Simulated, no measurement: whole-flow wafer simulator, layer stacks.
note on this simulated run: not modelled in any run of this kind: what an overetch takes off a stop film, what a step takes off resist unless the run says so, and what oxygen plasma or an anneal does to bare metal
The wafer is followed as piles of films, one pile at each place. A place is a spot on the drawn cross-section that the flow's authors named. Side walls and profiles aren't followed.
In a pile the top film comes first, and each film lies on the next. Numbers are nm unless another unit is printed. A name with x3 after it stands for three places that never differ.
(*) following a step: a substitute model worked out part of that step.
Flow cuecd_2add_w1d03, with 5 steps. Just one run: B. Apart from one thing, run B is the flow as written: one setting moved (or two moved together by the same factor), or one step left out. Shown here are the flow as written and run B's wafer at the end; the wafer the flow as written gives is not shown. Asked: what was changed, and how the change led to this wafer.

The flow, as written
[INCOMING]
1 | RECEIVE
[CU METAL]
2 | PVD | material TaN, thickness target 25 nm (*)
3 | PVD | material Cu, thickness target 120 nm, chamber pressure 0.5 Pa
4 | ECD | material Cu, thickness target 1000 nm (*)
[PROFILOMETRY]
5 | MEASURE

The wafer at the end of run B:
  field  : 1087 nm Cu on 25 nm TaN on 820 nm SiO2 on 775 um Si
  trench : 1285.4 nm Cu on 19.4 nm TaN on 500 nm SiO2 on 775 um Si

What caused this: step 3, PVD: thickness target 87 nm was run, though the flow has thickness target 120 nm.

How this came from the change, step by step:
  3 | PVD | material Cu, thickness target 120 nm, chamber pressure 0.5 Pa
      field: Cu gains 87 (new film) (it would be, as written: Cu gains 120 (new film))
      trench: Cu gains 67.8 (new film) (it would be, as written: Cu gains 93.4 (new film))
